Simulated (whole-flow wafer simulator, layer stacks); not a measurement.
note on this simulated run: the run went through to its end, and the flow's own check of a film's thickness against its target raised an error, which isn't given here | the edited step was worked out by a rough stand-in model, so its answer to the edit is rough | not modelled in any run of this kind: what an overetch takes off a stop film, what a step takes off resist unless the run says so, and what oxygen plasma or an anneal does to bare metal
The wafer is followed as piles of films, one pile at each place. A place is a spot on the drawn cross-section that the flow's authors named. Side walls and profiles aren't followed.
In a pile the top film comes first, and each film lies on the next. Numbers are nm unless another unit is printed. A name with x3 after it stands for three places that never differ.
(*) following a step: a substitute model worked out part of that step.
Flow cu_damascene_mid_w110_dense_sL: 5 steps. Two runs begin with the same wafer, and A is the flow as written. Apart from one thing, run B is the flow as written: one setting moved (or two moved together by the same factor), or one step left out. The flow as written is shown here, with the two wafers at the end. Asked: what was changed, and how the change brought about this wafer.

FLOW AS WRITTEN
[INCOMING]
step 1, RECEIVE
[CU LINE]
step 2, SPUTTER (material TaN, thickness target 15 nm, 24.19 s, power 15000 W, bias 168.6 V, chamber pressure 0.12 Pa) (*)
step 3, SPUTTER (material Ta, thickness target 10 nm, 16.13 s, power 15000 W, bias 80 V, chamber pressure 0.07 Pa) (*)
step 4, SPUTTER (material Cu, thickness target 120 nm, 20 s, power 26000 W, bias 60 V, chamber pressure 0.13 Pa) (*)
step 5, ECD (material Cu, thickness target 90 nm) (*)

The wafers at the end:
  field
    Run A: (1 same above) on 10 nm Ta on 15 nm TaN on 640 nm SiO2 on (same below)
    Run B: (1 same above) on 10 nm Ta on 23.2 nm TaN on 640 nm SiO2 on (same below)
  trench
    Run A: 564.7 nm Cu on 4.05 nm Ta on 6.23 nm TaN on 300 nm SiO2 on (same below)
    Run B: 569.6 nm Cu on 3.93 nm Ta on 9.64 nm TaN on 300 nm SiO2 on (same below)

The reason: step 2, SPUTTER: thickness target 23.2 nm was run, while the flow as written has thickness target 15 nm; step 2, SPUTTER: 37.49 s was run, where the flow has 24.19 s.
The wafer itself shows it: field has TaN 23.2, and step 2 as written asks for 15 nm.

How this came from the change, step by step:
  step 2, SPUTTER (material TaN, thickness target 15 nm, 24.19 s, power 15000 W, bias 168.6 V, chamber pressure 0.12 Pa) (*)
      field: A +15 TaN (new film) | B +23.2 TaN (new film)
      trench: A +6.23 TaN (new film) | B +9.64 TaN (new film)
  step 4, SPUTTER (material Cu, thickness target 120 nm, 20 s, power 26000 W, bias 60 V, chamber pressure 0.13 Pa) (*)
      trench: A +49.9 Cu (new film) | B +48.6 Cu (new film)
